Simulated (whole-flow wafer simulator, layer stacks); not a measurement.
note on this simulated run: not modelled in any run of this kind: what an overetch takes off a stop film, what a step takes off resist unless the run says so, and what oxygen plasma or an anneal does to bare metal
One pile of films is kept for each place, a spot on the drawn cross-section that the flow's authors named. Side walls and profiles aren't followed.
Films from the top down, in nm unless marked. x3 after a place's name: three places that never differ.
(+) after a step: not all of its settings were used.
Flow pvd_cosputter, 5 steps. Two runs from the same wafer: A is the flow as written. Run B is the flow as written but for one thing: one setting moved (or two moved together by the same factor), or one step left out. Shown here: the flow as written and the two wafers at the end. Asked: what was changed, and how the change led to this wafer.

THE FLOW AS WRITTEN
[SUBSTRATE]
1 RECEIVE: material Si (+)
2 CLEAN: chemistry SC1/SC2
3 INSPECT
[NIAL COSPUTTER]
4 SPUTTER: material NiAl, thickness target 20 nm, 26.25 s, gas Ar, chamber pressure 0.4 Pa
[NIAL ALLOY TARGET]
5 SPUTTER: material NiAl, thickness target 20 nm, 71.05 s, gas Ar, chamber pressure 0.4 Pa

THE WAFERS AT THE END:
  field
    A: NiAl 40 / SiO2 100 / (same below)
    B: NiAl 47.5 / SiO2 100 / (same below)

The cause: step 5, SPUTTER: thickness target 27.5 nm was run, where the flow has thickness target 20 nm; step 5, SPUTTER: 97.69 s was run, where the flow has 71.05 s.

How the change led to this, step by step:
  5 SPUTTER: material NiAl, thickness target 20 nm, 71.05 s, gas Ar, chamber pressure 0.4 Pa
      field: A NiAl +20 | B NiAl +27.5
